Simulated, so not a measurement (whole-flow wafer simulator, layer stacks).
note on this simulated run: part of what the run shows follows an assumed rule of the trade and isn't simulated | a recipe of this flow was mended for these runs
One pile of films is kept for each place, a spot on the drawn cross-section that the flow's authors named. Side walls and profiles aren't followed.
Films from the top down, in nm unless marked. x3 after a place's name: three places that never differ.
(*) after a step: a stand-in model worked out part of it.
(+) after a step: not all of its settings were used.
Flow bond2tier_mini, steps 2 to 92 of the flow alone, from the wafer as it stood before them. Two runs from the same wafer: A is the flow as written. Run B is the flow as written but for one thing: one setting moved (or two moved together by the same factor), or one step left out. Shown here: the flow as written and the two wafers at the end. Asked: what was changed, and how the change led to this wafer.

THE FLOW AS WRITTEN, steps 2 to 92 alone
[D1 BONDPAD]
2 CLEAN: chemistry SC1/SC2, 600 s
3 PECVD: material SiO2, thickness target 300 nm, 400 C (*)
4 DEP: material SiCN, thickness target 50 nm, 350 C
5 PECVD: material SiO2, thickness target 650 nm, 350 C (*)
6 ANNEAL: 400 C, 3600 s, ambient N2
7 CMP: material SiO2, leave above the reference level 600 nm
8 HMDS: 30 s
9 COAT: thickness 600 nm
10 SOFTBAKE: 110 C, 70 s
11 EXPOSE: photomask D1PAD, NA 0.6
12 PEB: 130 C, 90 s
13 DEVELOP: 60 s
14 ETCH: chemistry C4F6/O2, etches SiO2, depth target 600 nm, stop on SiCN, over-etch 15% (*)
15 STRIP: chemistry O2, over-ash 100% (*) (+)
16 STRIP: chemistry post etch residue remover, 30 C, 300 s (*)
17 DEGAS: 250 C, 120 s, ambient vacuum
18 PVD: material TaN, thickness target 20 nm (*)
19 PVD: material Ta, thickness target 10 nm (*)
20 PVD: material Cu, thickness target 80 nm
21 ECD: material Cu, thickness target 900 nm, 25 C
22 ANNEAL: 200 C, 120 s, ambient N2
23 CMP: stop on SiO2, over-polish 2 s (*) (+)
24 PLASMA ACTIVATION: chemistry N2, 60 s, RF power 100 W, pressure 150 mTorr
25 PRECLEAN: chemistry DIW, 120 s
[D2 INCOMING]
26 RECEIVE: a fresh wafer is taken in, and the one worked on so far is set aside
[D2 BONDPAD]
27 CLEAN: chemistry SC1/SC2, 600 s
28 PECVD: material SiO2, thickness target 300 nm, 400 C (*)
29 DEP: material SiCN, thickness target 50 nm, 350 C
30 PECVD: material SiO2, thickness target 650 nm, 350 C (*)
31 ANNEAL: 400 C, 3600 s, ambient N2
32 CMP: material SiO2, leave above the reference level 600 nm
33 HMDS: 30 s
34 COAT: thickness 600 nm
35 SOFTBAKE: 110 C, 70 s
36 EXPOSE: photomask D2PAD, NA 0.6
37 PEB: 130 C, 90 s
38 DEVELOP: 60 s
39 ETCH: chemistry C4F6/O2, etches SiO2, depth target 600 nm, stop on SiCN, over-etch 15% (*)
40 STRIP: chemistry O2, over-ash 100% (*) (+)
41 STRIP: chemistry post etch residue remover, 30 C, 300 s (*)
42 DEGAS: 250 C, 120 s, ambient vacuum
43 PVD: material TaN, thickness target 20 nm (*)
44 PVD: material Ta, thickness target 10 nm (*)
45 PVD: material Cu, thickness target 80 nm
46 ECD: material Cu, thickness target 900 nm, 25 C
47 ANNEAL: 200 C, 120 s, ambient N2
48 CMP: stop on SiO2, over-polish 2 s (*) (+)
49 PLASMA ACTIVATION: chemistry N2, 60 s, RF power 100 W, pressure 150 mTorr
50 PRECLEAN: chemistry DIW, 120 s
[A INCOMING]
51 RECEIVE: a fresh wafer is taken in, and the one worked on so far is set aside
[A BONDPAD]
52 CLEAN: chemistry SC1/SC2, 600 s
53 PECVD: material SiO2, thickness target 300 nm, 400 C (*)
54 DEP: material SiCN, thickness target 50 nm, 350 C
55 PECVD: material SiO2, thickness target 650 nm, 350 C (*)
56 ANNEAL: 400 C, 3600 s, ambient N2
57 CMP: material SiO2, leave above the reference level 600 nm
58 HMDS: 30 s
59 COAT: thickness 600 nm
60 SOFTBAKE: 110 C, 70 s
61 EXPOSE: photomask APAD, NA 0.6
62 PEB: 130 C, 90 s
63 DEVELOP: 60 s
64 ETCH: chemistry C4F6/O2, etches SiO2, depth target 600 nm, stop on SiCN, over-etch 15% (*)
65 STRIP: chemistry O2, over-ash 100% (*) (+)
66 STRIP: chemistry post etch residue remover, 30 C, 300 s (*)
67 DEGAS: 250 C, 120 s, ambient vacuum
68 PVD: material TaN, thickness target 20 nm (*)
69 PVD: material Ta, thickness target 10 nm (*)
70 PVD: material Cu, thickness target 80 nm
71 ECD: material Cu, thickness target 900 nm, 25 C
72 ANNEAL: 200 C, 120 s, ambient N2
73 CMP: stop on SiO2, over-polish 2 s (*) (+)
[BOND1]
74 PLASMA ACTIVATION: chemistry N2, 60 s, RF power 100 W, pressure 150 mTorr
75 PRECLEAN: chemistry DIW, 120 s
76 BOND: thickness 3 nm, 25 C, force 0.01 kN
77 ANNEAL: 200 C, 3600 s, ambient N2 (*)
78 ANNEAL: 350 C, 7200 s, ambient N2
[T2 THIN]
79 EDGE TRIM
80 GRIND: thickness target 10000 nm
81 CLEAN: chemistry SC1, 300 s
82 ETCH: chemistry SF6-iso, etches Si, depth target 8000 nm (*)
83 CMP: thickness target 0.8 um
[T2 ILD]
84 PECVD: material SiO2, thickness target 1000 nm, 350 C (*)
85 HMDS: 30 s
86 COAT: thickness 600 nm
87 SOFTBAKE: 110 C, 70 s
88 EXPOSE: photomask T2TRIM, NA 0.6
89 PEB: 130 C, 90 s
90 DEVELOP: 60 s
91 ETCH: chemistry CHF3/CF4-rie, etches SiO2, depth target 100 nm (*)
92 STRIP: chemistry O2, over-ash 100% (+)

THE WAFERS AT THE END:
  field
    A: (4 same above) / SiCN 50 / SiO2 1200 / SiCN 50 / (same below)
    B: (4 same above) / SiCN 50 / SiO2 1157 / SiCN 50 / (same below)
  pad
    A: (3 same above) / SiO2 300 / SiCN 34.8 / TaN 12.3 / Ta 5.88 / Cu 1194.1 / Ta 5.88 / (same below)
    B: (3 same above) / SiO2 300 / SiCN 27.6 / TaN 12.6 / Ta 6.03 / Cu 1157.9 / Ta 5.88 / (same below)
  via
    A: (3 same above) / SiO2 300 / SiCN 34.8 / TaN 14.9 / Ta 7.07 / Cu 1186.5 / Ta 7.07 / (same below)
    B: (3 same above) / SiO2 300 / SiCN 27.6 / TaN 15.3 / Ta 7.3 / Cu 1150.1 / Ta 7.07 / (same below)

The cause: step 7, CMP: leave above the reference level 557 nm was run, where the flow has leave above the reference level 600 nm; step 9, COAT: thickness 557 nm was run, where the flow has thickness 600 nm.

How the change led to this, step by step:
  7 CMP: material SiO2, leave above the reference level 600 nm
      field, pad, via: A SiO2 -50 | B SiO2 -93
  9 COAT: thickness 600 nm
      field, pad, via: A thick-KrF-resist +600 (new film) | B thick-KrF-resist +557 (new film)
  12 PEB: 130 C, 90 s
      field, pad, via: A thick-KrF-resist -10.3 | B thick-KrF-resist -9.48
  13 DEVELOP: 60 s
      pad, via: A thick-KrF-resist -589.7 (all of it) | B thick-KrF-resist -547.5 (all of it)
  14 ETCH: chemistry C4F6/O2, etches SiO2, depth target 600 nm, stop on SiCN, over-etch 15% (*)
      pad, via: A SiO2 -600 (all of it), SiCN -15.2 | B SiO2 -557 (all of it), SiCN -22.4
      field: A thick-KrF-resist -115 | B thick-KrF-resist -106.8
  15 STRIP: chemistry O2, over-ash 100% (*) (+)
      field: A thick-KrF-resist -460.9 (all of it) | B thick-KrF-resist -427 (all of it)
  20 PVD: material Cu, thickness target 80 nm
      pad: A Cu +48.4 (new film) | B Cu +49.5 (new film)
      via: A Cu +59 (new film) | B Cu +60.7 (new film)
  21 ECD: material Cu, thickness target 900 nm, 25 C
      pad: A Cu +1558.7 | B Cu +1521.3
      via: A Cu +1544.3 | B Cu +1506.1
  76 BOND: thickness 3 nm, 25 C, force 0.01 kN
      field: A Si +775 um (new film), chemical SiO2 +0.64 (new film), SiO2 +300 (new film), SiCN +50 (new film), SiO2 +600 | B Si +775 um (new film), chemical SiO2 +0.64 (new film), SiO2 +300 (new film), SiCN +50 (new film), SiO2 +557
      pad: A Si +775 um (new film), chemical SiO2 +0.64 (new film), SiO2 +300 (new film), SiCN +34.8 (new film), TaN +12.3 (new film), Ta +5.88 (new film), Cu +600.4 | B Si +775 um (new film), chemical SiO2 +0.64 (new film), SiO2 +300 (new film), SiCN +27.6 (new film), TaN +12.6 (new film), Ta +6.03 (new film), Cu +564.2
      (and at 1 more place)
